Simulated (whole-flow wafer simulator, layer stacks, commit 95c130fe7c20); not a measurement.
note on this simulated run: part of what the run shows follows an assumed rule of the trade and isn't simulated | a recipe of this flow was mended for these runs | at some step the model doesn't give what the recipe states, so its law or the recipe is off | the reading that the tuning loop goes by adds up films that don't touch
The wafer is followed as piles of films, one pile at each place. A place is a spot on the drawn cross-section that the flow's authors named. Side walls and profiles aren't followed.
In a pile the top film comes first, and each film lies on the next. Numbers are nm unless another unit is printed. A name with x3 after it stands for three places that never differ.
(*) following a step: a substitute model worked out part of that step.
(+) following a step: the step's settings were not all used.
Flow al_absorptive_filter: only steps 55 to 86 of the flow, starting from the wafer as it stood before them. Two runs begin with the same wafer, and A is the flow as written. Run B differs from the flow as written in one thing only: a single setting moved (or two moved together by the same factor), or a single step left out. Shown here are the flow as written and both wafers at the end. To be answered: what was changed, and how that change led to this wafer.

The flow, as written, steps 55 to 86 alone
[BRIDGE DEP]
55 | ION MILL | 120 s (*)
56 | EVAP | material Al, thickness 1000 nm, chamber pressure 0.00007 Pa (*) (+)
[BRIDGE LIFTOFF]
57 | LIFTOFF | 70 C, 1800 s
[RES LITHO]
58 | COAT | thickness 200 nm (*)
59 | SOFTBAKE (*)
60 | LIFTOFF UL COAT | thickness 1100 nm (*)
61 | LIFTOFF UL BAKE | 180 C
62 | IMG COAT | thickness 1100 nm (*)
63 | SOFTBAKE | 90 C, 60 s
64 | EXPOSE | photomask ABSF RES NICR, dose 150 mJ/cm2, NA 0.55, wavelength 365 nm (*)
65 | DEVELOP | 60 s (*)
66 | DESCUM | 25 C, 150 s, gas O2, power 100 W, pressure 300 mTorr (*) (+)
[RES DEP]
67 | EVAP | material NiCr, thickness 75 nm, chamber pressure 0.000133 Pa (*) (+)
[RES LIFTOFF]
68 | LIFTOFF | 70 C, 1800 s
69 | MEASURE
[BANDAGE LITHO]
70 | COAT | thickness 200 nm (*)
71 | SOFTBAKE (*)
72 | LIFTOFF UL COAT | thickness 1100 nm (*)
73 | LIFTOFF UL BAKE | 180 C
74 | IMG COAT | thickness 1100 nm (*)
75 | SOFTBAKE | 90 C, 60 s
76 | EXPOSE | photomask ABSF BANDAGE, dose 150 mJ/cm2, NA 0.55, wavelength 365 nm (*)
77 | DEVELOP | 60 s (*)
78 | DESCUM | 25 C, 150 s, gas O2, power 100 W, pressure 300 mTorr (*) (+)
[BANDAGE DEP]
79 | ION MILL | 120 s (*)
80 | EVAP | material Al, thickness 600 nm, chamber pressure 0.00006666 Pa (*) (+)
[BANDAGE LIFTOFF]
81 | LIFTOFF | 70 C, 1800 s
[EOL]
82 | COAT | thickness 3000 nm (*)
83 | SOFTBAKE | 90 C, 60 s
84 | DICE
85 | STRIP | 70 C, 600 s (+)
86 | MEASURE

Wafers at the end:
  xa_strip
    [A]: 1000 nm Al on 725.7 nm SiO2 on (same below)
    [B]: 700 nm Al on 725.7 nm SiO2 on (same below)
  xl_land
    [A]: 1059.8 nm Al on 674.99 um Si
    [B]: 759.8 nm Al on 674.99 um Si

What caused this: step 56, EVAP: thickness 700 nm was run, while the flow as written has thickness 1000 nm.
The wafer itself shows it: xa_strip has Al 700, and step 56 as written asks for 1000 nm.

How this came from the change, step by step:
  56 | EVAP | material Al, thickness 1000 nm, chamber pressure 0.00007 Pa (*) (+)
      gnd, pad_far, pad_near and 10 more: A Al gains 1000 (new film) | B Al gains 700 (new film)
      xl_land: A Al gains 1000 | B Al gains 700
  57 | LIFTOFF | 70 C, 1800 s
      gnd, xa_field, idc_field: A Al loses 1000 (all of it), i-line-resist loses 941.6 (all of it), lift-off-underlayer loses 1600 (all of it), acrylic-e-beam-resist loses 200 (all of it) | B Al loses 700 (all of it), i-line-resist loses 941.6 (all of it), lift-off-underlayer loses 1600 (all of it), acrylic-e-beam-resist loses 200 (all of it)
      pad_far: A Al loses 1000 (all of it), i-line-resist loses 940.5 (all of it), lift-off-underlayer loses 1591.1 (all of it), acrylic-e-beam-resist loses 198.5 (all of it) | B Al loses 700 (all of it), i-line-resist loses 940.5 (all of it), lift-off-underlayer loses 1591.1 (all of it), acrylic-e-beam-resist loses 198.5 (all of it)
      (as well as at 6 more places)
  58 | COAT | thickness 200 nm (*)
      xa_margin: A acrylic-e-beam-resist gains 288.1 (new film) | B acrylic-e-beam-resist gains 231.9 (new film)
      xa_strip: A acrylic-e-beam-resist gains 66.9 (new film) | B acrylic-e-beam-resist gains 82.4 (new film)
      (as well as at 1 more place)
  60 | LIFTOFF UL COAT | thickness 1100 nm (*)
      xa_margin: A lift-off-underlayer gains 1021 (new film) | B lift-off-underlayer gains 927.1 (new film)
      xa_strip: A lift-off-underlayer gains 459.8 (new film) | B lift-off-underlayer gains 541.4 (new film)
  62 | IMG COAT | thickness 1100 nm (*)
      xa_margin: A i-line-resist gains 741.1 (new film) | B i-line-resist gains 820.6 (new film)
      xa_strip: A i-line-resist gains 577.9 (new film) | B i-line-resist gains 695.1 (new film)
  63 | SOFTBAKE | 90 C, 60 s
      xa_margin: A i-line-resist loses 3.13 | B i-line-resist loses 2.43
  68 | LIFTOFF | 70 C, 1800 s
      xa_margin: A NiCr loses 75 (all of it), i-line-resist loses 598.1 (all of it), lift-off-underlayer loses 1021 (all of it), acrylic-e-beam-resist loses 288.1 (all of it) | B NiCr loses 75 (all of it), i-line-resist loses 678.3 (all of it), lift-off-underlayer loses 927.1 (all of it), acrylic-e-beam-resist loses 231.9 (all of it)
      xa_strip: A NiCr loses 75 (all of it), i-line-resist loses 433.3 (all of it), lift-off-underlayer loses 459.8 (all of it), acrylic-e-beam-resist loses 66.9 (all of it) | B NiCr loses 75 (all of it), i-line-resist loses 550.6 (all of it), lift-off-underlayer loses 541.4 (all of it), acrylic-e-beam-resist loses 82.4 (all of it)
      (as well as at 1 more place)
  70 | COAT | thickness 200 nm (*)
      xa_margin: A acrylic-e-beam-resist gains 288.1 (new film) | B acrylic-e-beam-resist gains 231.9 (new film)
      xa_strip: A acrylic-e-beam-resist gains 66.9 (new film) | B acrylic-e-beam-resist gains 82.4 (new film)
  72 | LIFTOFF UL COAT | thickness 1100 nm (*)
      xa_margin: A lift-off-underlayer gains 1021 (new film) | B lift-off-underlayer gains 927.1 (new film)
      xa_strip: A lift-off-underlayer gains 459.8 (new film) | B lift-off-underlayer gains 541.4 (new film)
  74 | IMG COAT | thickness 1100 nm (*)
      xa_margin: A i-line-resist gains 741.1 (new film) | B i-line-resist gains 820.6 (new film)
      xa_strip: A i-line-resist gains 577.9 (new film) | B i-line-resist gains 695.1 (new film)
  75 | SOFTBAKE | 90 C, 60 s
      xa_margin: A i-line-resist loses 3.13 | B i-line-resist loses 2.43
  81 | LIFTOFF | 70 C, 1800 s
      xa_margin: A Al loses 600 (all of it), i-line-resist loses 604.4 (all of it), lift-off-underlayer loses 1021 (all of it), acrylic-e-beam-resist loses 288.1 (all of it) | B Al loses 600 (all of it), i-line-resist loses 684.6 (all of it), lift-off-underlayer loses 927.1 (all of it), acrylic-e-beam-resist loses 231.9 (all of it)
      xa_strip: A Al loses 600 (all of it), i-line-resist loses 439.6 (all of it), lift-off-underlayer loses 459.8 (all of it), acrylic-e-beam-resist loses 66.9 (all of it) | B Al loses 600 (all of it), i-line-resist loses 556.9 (all of it), lift-off-underlayer loses 541.4 (all of it), acrylic-e-beam-resist loses 82.4 (all of it)
  82 | COAT | thickness 3000 nm (*)
      xa_margin: A i-line-resist gains 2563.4 (new film) | B i-line-resist gains 2504.8 (new film)
      xa_strip: A i-line-resist gains 1594.3 (new film) | B i-line-resist gains 1828.2 (new film)
  83 | SOFTBAKE | 90 C, 60 s
      xa_margin: A i-line-resist loses 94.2 | B i-line-resist loses 76.1
      xa_strip: A i-line-resist loses 117.3 | B i-line-resist loses 94.6
  85 | STRIP | 70 C, 600 s (+)
      xa_strip: A i-line-resist loses 1477 (all of it) | B i-line-resist loses 1733.7 (all of it)
